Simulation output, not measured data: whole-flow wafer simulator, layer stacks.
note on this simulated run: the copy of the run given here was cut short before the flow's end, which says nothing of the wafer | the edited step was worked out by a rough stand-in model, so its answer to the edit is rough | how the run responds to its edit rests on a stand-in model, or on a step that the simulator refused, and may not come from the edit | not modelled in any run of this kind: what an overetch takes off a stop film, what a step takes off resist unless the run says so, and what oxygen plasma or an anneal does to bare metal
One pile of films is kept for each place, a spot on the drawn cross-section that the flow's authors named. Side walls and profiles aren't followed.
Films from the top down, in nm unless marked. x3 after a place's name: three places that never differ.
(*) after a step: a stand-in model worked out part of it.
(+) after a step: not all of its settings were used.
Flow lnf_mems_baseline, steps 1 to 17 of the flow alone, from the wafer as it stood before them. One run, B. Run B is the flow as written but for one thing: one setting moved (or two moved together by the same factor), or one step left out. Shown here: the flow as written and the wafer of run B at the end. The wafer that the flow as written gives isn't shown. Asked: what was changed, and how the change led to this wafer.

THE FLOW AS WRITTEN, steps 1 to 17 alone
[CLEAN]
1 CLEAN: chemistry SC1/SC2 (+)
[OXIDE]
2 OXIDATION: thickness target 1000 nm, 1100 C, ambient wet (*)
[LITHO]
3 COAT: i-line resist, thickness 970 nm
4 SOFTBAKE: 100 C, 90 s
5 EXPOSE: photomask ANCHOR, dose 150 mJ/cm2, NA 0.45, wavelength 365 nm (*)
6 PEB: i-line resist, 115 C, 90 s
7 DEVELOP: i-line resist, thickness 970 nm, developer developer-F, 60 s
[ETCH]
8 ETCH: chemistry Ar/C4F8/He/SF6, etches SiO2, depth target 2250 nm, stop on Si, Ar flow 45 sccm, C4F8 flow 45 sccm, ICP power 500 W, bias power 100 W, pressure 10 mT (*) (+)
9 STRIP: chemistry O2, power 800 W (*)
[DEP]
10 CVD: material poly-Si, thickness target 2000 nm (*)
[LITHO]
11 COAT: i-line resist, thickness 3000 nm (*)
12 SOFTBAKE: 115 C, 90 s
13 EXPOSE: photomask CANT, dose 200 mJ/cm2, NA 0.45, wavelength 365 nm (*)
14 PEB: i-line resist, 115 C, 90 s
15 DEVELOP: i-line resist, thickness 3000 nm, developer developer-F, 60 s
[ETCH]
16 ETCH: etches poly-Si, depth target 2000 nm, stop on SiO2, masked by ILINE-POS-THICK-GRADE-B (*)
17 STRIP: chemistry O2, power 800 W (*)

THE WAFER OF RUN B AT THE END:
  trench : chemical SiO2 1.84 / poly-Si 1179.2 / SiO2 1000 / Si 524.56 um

The cause: step 16, ETCH: depth target 820 nm was run, where the flow has depth target 2000 nm.

How the change led to this, step by step:
  16 ETCH: etches poly-Si, depth target 2000 nm, stop on SiO2, masked by ILINE-POS-THICK-GRADE-B (*)
      trench, char_slit: poly-Si -820 (as written it would be: poly-Si -2000 (all of it))
      field, anchor, beam: i-line resist -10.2 (as written it would be: i-line resist -25)
  17 STRIP: chemistry O2, power 800 W (*)
      trench, char_slit: chemical SiO2 +1.84 (new film), poly-Si -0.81 (as written it would be: nothing)
